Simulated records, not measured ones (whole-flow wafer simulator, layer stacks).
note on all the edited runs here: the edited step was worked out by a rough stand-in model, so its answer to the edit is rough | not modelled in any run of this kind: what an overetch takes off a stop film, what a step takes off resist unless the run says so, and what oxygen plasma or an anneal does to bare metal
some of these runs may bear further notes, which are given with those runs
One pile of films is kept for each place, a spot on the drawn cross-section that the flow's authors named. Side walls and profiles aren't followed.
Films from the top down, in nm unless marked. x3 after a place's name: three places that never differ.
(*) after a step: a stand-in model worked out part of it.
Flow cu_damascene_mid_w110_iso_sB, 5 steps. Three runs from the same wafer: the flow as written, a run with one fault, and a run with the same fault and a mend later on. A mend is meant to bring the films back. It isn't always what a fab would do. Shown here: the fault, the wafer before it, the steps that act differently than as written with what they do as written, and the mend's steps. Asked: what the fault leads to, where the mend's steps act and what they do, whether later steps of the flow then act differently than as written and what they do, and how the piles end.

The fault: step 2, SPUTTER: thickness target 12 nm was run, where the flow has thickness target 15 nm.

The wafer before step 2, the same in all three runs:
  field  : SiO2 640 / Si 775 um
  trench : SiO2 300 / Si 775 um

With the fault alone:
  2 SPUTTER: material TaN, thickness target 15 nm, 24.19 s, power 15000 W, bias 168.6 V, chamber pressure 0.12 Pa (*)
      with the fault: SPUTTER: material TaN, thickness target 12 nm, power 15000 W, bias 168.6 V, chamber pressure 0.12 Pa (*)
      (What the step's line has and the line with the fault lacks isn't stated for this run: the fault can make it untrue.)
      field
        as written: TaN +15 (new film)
        with the fault: TaN +12 (new film)
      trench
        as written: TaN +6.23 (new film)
        with the fault: TaN +4.98 (new film)
  No later step of the flow acts differently than as written, at any place that is followed, by more than 2% or 0.5 nm, whichever is larger.
  At the end the piles differ from the flow's by more than 2% or 0.5 nm, whichever is larger, at field, trench.
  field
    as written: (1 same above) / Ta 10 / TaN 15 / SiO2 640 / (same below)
    with the fault: (1 same above) / Ta 10 / TaN 12 / SiO2 640 / (same below)
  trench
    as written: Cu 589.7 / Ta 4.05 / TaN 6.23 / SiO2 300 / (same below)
    with the fault: Cu 587.9 / Ta 4.08 / TaN 4.98 / SiO2 300 / (same below)

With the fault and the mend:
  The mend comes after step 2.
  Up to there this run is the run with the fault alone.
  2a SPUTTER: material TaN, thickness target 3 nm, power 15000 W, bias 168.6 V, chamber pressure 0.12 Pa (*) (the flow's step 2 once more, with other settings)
      field
        TaN +3
      trench
        TaN +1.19
  No later step of the flow acts differently than as written, at any place that is followed, by more than 2% or 0.5 nm, whichever is larger.
  At the end the piles differ from the flow's only slightly at the places that both follow, by at most 2% or 0.5 nm, whichever is larger.
